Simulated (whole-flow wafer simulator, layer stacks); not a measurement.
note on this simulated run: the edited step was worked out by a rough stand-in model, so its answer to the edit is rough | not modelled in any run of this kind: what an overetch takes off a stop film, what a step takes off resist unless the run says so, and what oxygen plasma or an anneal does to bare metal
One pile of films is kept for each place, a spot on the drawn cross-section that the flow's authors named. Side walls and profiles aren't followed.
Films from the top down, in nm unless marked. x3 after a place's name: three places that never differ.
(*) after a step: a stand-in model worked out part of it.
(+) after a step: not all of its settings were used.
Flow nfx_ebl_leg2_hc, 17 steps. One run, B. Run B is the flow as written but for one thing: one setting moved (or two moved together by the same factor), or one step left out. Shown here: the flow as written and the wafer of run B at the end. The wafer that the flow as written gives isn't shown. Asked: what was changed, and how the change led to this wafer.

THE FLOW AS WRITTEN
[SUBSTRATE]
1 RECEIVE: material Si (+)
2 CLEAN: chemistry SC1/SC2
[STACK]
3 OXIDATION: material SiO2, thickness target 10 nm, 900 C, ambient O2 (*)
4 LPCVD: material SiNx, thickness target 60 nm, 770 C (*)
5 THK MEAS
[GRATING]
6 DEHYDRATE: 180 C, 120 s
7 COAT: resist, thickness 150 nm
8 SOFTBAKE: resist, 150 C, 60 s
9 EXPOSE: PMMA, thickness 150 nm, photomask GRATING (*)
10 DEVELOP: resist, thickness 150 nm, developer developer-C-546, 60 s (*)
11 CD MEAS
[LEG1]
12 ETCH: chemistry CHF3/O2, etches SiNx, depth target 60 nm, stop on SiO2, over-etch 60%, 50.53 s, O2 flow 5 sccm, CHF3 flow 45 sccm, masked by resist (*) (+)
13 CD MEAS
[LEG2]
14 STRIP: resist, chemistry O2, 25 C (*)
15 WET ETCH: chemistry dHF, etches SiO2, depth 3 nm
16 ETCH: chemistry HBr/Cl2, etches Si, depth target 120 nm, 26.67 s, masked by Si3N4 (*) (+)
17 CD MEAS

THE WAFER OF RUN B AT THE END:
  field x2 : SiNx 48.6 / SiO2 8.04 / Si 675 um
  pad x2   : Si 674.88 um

The cause: step 3, OXIDATION: 877 C was run, where the flow has 900 C.

How the change led to this, step by step:
  3 OXIDATION: material SiO2, thickness target 10 nm, 900 C, ambient O2 (*)
      field x2, pad x2: SiO2 +8.04 (new film), chemical SiO2 -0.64 (all of it), Si -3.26 (as written it would be: SiO2 +10 (new film), chemical SiO2 -0.64 (all of it), Si -4.12)
  12 ETCH: chemistry CHF3/O2, etches SiNx, depth target 60 nm, stop on SiO2, over-etch 60%, 50.53 s, O2 flow 5 sccm, CHF3 flow 45 sccm, masked by resist (*) (+)
      pad x2: SiNx -60 (all of it), SiO2 -8.04 (all of it) (as written it would be: SiNx -60 (all of it), SiO2 -10 (all of it))
